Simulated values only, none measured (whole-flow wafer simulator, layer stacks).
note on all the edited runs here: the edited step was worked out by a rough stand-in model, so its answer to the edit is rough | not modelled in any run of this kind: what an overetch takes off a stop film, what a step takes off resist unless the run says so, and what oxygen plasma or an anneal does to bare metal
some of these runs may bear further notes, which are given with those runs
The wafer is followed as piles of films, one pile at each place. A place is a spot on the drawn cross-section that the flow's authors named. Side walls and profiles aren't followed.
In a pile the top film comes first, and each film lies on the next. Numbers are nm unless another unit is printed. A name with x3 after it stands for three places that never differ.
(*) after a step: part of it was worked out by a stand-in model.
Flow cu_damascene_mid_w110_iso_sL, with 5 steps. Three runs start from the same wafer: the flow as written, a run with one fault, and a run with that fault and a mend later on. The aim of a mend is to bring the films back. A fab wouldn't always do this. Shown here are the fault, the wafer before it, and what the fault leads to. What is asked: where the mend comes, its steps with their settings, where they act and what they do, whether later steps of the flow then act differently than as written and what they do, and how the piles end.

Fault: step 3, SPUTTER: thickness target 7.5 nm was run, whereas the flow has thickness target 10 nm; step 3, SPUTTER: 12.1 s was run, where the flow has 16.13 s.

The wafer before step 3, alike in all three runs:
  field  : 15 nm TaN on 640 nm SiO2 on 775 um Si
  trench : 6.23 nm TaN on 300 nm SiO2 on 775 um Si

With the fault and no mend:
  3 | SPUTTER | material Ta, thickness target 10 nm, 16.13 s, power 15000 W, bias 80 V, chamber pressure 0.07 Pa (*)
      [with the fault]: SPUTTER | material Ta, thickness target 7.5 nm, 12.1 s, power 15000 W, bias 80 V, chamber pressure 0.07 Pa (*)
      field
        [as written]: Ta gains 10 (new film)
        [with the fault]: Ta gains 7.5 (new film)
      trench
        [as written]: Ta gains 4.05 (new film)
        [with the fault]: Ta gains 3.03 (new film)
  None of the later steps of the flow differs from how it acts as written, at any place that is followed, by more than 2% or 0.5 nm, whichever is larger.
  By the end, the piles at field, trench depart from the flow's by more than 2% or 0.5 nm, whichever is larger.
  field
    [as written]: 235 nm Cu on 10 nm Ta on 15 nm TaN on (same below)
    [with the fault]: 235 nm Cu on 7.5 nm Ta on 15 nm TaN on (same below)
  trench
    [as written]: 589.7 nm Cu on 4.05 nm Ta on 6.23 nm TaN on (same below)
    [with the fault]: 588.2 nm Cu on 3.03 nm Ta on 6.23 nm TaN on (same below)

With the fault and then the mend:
  The mend stands after step 3.
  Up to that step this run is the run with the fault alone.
  3a | SPUTTER | material Ta, thickness target 2.5 nm, 4.032 s, power 15000 W, bias 80 V, chamber pressure 0.07 Pa (*) (a further turn of the flow's step 3, with different settings)
      field
        Ta gains 2.5
      trench
        Ta gains 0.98
  None of the later steps of the flow acts differently than as written at any place that is followed.
  At the end the piles are close to the flow's at the places that both follow, differing by at most 2% or 0.5 nm, whichever is larger.
